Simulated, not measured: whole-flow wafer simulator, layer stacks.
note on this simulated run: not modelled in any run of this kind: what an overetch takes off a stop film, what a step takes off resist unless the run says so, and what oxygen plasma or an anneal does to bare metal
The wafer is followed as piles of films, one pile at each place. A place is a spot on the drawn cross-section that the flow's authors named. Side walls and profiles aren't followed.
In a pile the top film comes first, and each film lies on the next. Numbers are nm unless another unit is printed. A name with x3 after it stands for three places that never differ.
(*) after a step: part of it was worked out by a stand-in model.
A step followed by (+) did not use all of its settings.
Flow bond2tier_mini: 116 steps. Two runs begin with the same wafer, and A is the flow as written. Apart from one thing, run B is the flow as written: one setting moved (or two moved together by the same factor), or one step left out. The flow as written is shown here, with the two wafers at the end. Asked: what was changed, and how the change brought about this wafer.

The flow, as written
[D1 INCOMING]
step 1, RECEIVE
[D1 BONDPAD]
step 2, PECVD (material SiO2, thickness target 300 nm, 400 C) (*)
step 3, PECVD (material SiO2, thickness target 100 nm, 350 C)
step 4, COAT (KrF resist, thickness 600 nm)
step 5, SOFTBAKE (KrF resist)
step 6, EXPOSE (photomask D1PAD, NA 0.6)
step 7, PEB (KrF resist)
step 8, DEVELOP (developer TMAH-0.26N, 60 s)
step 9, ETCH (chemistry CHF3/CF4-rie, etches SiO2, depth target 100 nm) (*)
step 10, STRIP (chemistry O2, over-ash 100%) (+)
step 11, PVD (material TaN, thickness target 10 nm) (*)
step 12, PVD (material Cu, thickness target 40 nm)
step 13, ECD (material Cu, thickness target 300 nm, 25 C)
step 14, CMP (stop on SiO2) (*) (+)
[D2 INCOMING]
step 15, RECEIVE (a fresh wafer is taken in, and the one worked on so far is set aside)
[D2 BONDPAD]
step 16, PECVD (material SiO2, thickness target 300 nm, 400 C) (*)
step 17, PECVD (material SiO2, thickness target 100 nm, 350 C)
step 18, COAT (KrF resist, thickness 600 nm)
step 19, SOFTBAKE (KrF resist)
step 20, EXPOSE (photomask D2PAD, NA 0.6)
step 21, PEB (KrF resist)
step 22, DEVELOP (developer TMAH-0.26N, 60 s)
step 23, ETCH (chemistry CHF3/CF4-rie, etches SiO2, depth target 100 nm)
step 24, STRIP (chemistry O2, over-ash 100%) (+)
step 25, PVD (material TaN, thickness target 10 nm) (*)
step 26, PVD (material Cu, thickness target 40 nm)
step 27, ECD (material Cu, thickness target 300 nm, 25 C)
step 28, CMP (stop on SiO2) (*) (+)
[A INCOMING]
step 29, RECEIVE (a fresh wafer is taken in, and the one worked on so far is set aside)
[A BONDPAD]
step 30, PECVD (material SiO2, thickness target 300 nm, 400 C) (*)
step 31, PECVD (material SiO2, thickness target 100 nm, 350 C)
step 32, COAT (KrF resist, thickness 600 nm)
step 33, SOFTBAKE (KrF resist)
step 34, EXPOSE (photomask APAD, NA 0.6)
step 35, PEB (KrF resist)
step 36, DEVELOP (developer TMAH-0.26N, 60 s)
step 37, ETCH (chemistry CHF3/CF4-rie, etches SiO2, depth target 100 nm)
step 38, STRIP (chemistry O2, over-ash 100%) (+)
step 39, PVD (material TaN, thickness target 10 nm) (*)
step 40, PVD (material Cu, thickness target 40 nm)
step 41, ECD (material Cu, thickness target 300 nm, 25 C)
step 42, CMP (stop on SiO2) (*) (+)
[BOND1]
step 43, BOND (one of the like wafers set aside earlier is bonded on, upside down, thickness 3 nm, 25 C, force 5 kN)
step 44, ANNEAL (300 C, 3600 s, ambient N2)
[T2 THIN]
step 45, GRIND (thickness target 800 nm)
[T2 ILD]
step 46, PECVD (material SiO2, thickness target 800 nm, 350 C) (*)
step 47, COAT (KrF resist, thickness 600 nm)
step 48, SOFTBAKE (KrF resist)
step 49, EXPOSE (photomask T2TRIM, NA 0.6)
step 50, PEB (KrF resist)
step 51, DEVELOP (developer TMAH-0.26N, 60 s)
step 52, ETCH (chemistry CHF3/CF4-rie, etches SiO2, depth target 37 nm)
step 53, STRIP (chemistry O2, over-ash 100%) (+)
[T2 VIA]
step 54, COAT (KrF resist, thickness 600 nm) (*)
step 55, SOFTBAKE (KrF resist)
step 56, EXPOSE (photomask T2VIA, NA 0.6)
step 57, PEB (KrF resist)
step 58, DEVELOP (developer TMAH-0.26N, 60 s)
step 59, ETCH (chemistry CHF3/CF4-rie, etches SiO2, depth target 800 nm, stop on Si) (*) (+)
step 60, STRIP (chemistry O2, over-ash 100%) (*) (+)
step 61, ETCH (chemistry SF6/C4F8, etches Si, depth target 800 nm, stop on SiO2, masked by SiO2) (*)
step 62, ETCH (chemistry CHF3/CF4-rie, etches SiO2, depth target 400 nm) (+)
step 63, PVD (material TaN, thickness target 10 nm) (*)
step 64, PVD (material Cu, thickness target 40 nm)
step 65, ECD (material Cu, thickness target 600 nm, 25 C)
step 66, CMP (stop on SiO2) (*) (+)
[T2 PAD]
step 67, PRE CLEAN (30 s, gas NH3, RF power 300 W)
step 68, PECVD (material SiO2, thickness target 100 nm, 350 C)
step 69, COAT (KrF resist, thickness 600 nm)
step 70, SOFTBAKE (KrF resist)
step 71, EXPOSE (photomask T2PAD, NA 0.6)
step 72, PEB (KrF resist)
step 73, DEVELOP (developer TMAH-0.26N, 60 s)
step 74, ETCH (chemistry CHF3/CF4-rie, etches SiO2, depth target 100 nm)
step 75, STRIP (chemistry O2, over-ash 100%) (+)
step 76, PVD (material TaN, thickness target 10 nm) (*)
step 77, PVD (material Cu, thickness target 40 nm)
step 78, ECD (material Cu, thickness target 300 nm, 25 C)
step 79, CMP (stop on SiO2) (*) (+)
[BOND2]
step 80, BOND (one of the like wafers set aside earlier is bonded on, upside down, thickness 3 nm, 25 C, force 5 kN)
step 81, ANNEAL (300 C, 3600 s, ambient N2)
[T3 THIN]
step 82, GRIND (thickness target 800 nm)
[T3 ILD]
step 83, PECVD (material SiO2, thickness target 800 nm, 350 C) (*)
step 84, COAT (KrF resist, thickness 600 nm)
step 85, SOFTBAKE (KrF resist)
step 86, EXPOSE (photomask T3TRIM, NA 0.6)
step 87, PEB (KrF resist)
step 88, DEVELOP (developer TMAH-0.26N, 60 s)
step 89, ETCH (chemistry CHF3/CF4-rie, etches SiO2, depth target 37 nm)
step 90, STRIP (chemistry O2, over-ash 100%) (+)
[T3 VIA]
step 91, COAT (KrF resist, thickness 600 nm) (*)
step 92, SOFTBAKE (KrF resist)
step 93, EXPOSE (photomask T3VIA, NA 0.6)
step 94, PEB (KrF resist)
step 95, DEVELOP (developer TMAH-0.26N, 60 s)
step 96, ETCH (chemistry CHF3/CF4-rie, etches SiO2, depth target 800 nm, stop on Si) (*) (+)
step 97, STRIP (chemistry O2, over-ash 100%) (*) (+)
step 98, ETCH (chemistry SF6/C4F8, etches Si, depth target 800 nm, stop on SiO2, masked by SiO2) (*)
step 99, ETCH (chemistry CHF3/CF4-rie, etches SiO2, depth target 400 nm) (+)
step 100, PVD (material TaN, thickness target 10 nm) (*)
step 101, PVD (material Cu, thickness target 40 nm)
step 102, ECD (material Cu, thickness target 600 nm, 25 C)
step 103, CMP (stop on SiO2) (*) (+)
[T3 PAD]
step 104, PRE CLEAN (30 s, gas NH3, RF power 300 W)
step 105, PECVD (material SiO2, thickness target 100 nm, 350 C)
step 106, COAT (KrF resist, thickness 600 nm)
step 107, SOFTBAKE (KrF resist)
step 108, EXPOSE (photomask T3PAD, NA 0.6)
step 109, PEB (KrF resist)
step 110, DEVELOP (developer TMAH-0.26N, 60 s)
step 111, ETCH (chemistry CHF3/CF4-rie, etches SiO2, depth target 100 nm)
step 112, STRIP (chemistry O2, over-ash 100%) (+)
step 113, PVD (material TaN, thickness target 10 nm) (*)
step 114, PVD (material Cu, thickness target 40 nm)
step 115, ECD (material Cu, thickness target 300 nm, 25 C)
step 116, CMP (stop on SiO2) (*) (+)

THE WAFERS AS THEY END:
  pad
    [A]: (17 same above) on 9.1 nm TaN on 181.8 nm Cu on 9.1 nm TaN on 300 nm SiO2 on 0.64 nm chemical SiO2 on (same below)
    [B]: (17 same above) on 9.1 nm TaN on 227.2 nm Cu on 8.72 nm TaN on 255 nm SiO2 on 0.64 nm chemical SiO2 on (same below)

Cause: step 37, ETCH: depth target 145 nm was run, whereas the flow has depth target 100 nm.

Step by step, how the change led to this:
  step 37, ETCH (chemistry CHF3/CF4-rie, etches SiO2, depth target 100 nm)
      pad, via: A SiO2 loses 100 | B SiO2 loses 145
      field: A KrF resist loses 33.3 | B KrF resist loses 48.3
  step 38, STRIP (chemistry O2, over-ash 100%) (+)
      field: A KrF resist loses 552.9 (all of it) | B KrF resist loses 537.9 (all of it)
  step 40, PVD (material Cu, thickness target 40 nm)
      pad: A Cu gains 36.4 (new film) | B Cu gains 34.9 (new film)
  step 41, ECD (material Cu, thickness target 300 nm, 25 C)
      pad: A Cu gains 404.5 | B Cu gains 451.4
      via: A Cu gains 400.2 | B Cu gains 445.5
